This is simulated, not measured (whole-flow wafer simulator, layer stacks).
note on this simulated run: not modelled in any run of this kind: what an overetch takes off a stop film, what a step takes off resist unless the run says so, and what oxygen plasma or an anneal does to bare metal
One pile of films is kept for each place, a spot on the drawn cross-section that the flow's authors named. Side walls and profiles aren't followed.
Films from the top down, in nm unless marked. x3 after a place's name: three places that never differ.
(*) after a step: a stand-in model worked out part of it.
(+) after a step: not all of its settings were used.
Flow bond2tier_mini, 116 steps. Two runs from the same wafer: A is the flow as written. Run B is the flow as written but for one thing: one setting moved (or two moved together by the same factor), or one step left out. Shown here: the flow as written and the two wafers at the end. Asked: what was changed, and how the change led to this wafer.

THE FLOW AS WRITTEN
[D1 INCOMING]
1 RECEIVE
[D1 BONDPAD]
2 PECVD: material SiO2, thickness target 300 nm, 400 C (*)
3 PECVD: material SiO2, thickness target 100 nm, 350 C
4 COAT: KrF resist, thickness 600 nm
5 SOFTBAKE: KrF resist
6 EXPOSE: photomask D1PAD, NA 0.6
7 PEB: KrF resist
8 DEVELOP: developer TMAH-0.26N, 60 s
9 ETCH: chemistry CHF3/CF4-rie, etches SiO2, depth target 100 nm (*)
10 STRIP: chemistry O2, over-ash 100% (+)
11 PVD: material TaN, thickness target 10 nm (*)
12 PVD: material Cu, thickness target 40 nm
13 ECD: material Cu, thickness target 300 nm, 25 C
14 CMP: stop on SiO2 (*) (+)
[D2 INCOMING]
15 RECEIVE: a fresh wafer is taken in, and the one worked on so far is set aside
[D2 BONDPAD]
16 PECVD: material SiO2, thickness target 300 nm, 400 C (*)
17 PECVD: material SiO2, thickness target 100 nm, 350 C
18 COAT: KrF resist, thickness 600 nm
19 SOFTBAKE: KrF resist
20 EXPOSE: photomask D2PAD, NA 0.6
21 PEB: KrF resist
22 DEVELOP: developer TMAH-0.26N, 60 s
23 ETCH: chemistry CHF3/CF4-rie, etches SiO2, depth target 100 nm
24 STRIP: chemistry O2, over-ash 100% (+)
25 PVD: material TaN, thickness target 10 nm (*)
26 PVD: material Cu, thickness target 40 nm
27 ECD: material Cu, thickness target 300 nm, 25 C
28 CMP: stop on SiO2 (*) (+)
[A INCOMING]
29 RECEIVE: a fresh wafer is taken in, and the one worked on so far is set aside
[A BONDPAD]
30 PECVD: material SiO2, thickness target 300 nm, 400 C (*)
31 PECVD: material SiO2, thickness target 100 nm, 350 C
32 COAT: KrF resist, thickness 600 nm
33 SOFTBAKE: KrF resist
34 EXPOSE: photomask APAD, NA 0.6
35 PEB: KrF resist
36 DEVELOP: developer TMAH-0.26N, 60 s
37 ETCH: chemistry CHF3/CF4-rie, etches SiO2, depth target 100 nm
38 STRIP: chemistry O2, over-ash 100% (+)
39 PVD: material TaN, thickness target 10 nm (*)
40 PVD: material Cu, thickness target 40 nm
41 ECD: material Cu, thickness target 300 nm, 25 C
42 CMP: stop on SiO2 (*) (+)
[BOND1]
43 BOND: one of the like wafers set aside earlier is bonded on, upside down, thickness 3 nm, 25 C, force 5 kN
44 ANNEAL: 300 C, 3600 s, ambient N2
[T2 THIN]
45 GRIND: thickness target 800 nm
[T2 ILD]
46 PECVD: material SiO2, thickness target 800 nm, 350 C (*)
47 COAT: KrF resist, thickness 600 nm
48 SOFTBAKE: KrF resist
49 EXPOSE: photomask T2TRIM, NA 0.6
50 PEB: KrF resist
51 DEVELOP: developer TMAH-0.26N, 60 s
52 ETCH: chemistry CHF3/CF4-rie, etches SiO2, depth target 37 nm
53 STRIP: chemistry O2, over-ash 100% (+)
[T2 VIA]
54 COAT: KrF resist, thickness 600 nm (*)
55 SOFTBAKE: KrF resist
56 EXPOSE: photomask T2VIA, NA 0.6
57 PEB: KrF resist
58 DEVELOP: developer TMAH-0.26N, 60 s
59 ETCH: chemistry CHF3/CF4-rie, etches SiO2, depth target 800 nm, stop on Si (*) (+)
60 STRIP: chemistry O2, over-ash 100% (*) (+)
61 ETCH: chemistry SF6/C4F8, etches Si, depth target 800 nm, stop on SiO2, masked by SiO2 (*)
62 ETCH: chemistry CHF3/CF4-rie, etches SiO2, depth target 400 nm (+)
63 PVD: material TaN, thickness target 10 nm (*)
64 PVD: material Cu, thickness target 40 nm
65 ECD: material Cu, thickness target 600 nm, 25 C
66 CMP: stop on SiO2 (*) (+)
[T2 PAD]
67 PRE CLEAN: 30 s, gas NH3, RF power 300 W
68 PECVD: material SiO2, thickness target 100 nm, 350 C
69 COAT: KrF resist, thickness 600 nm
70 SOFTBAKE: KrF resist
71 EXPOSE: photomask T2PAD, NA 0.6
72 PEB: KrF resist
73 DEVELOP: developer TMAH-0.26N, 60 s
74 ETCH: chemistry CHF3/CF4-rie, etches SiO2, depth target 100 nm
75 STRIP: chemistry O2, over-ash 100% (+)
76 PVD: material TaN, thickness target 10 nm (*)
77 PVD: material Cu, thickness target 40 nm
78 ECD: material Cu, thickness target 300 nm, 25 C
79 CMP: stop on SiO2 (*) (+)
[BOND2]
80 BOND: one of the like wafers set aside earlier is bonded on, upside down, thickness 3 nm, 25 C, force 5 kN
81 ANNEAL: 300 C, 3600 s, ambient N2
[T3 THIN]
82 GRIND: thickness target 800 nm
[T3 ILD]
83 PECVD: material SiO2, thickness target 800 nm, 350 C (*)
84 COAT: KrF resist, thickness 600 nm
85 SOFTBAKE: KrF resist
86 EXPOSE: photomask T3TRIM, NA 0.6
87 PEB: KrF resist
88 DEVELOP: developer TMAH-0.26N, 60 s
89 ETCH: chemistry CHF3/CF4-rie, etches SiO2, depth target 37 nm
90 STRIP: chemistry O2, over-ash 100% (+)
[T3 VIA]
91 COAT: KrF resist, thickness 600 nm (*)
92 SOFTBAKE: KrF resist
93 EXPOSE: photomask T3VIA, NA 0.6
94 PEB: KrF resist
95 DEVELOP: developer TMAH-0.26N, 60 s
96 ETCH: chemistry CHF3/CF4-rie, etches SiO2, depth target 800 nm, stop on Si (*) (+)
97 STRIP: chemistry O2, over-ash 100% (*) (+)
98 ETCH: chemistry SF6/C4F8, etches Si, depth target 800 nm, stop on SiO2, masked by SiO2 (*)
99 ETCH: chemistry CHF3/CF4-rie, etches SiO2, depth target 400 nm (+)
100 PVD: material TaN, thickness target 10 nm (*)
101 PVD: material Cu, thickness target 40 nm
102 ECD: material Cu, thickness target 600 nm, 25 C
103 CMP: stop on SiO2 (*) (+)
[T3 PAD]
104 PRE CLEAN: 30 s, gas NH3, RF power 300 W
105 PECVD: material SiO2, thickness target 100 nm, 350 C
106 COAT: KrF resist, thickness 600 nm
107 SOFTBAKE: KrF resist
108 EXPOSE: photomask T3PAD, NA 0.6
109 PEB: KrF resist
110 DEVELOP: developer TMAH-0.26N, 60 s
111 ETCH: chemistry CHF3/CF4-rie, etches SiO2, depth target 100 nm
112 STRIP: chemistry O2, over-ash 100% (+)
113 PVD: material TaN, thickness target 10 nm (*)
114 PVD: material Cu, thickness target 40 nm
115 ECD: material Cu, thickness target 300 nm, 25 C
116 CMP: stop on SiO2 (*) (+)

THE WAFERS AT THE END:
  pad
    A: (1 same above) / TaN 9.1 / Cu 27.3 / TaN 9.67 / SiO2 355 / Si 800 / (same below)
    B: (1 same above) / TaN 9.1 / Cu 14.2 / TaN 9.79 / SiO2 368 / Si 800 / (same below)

The cause: step 89, ETCH: depth target 24 nm was run, where the flow has depth target 37 nm.

How the change led to this, step by step:
  89 ETCH: chemistry CHF3/CF4-rie, etches SiO2, depth target 37 nm
      field: A KrF resist -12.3 | B KrF resist -8
      pad: A SiO2 -37 | B SiO2 -24
  102 ECD: material Cu, thickness target 600 nm, 25 C
      pad: A Cu +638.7 | B Cu +625.1
